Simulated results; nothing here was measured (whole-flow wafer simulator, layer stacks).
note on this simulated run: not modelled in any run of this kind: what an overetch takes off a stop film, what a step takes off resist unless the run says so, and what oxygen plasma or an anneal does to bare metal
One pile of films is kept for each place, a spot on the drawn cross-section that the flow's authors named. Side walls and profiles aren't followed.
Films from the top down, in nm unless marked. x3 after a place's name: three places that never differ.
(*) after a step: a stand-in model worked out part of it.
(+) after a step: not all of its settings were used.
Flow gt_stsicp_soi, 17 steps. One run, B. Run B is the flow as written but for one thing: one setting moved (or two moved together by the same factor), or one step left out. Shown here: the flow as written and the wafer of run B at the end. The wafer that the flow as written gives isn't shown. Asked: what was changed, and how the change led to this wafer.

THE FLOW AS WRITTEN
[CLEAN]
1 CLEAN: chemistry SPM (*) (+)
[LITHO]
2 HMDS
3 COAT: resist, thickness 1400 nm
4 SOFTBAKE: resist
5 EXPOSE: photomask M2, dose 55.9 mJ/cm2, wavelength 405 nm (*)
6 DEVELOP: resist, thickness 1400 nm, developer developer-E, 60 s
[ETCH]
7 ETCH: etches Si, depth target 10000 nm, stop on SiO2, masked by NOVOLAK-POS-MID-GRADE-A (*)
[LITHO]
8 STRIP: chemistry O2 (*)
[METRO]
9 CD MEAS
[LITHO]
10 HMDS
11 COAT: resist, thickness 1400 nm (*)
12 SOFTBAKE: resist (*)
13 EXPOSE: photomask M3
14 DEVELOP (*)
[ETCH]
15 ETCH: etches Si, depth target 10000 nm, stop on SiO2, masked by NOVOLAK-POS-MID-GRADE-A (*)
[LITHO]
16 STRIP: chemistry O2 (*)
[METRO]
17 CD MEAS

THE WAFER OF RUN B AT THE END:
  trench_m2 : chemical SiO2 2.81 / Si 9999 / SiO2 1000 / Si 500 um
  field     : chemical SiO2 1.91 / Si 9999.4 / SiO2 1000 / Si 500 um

The cause: step 7, ETCH: etches Si, depth target 10000 nm, stop on SiO2, masked by NOVOLAK-POS-MID-GRADE-A (*), was left out.

How the change led to this, step by step:
  8 STRIP: chemistry O2 (*)
      trench_m2: chemical SiO2 +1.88, Si -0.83 (as written it would be: nothing)
      field, trench_m3: resist -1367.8 (all of it), chemical SiO2 +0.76, Si -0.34 (as written it would be: resist -1242.8 (all of it), chemical SiO2 +0.74, Si -0.33)
  11 COAT: resist, thickness 1400 nm (*)
      field: resist +1400 (new film) (as written it would be: resist +1332.8 (new film))
      trench_m2: resist +1399.5 (new film) (as written it would be: resist +9583.4 (new film))
      (and at 1 more place)
  14 DEVELOP (*)
      trench_m3: resist -1400 (all of it) (as written it would be: resist -1311.7 (all of it))
  16 STRIP: chemistry O2 (*)
      trench_m2: resist -1274.4 (all of it), chemical SiO2 +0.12, Si -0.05 (as written it would be: resist -9458.4 (all of it))
      field: resist -1275 (all of it), chemical SiO2 +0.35, Si -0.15 (as written it would be: resist -1207.8 (all of it), chemical SiO2 +0.94, Si -0.41)
